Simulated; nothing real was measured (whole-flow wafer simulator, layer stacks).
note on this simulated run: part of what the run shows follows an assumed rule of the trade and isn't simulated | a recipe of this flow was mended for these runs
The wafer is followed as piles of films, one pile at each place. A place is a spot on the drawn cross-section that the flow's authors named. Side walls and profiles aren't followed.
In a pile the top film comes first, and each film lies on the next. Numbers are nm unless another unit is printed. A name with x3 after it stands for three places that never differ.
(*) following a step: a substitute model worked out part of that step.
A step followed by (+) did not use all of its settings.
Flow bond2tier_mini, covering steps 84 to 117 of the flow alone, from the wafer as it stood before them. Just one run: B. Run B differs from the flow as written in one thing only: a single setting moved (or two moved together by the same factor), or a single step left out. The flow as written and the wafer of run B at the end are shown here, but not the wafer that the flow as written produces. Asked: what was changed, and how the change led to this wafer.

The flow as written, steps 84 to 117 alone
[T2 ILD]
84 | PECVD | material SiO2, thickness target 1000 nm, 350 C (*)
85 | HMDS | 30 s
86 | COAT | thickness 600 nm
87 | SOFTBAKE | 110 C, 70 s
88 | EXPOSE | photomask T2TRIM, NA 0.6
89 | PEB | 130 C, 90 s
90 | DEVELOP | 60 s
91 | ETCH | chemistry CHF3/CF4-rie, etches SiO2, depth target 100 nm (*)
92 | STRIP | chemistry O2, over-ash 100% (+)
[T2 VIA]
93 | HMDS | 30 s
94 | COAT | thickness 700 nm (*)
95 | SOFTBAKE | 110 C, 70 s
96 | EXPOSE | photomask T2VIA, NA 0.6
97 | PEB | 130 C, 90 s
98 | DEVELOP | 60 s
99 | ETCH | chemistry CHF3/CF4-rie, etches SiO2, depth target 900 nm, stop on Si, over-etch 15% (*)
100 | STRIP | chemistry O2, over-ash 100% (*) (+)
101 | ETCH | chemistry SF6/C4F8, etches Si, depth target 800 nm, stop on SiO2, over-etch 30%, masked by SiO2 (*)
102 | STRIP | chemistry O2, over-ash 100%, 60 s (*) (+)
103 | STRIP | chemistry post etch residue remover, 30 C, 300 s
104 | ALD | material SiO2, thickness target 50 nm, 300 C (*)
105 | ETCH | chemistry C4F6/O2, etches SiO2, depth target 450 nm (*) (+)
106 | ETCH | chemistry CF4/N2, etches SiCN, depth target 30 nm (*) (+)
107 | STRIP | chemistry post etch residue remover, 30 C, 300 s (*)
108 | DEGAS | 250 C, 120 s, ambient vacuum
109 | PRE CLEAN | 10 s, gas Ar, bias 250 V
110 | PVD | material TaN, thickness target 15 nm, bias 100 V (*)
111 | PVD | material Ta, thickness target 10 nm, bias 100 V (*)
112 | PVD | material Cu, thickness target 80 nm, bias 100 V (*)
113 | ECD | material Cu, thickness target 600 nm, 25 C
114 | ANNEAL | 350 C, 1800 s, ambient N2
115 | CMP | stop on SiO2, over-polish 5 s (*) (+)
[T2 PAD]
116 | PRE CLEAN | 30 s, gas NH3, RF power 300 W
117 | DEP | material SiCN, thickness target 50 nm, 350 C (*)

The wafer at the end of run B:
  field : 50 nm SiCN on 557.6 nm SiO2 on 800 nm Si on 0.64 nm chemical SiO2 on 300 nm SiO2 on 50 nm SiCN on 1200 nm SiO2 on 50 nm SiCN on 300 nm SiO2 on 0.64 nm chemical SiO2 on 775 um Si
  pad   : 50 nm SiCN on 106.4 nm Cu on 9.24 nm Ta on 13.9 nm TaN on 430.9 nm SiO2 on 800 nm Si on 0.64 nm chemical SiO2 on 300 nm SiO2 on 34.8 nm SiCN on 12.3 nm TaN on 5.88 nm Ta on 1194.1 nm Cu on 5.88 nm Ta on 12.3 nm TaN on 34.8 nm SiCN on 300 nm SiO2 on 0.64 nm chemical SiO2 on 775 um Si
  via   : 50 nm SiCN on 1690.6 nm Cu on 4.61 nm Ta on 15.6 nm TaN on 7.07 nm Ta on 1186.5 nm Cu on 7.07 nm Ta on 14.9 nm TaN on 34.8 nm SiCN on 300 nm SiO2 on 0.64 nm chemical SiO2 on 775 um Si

What caused this: step 91, ETCH: depth target 136 nm was run, while the flow as written has depth target 100 nm.

How this came from the change, step by step:
  91 | ETCH | chemistry CHF3/CF4-rie, etches SiO2, depth target 100 nm (*)
      pad, via: SiO2 loses 136 (in the flow as written it would be: SiO2 loses 100)
      field: thick-KrF-resist loses 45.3 (in the flow as written it would be: thick-KrF-resist loses 33.3)
  92 | STRIP | chemistry O2, over-ash 100% (+)
      field: thick-KrF-resist loses 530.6 (all of it) (in the flow as written it would be: thick-KrF-resist loses 542.6 (all of it))
  94 | COAT | thickness 700 nm (*)
      field: thick-KrF-resist gains 641.4 (new film) (in the flow as written it would be: thick-KrF-resist gains 656.8 (new film))
      pad: thick-KrF-resist gains 760.9 (new film) (in the flow as written it would be: thick-KrF-resist gains 744.9 (new film))
  99 | ETCH | chemistry CHF3/CF4-rie, etches SiO2, depth target 900 nm, stop on Si, over-etch 15% (*)
      field, pad: thick-KrF-resist loses 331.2 (in the flow as written it would be: thick-KrF-resist loses 345)
      via: SiO2 loses 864 (all of it), Si loses 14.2 (in the flow as written it would be: SiO2 loses 900 (all of it), Si loses 11.2)
  100 | STRIP | chemistry O2, over-ash 100% (*) (+)
      pad: thick-KrF-resist loses 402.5 (all of it) (in the flow as written it would be: thick-KrF-resist loses 372.9 (all of it))
  113 | ECD | material Cu, thickness target 600 nm, 25 C
      pad: Cu gains 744 (in the flow as written it would be: Cu gains 706.1)
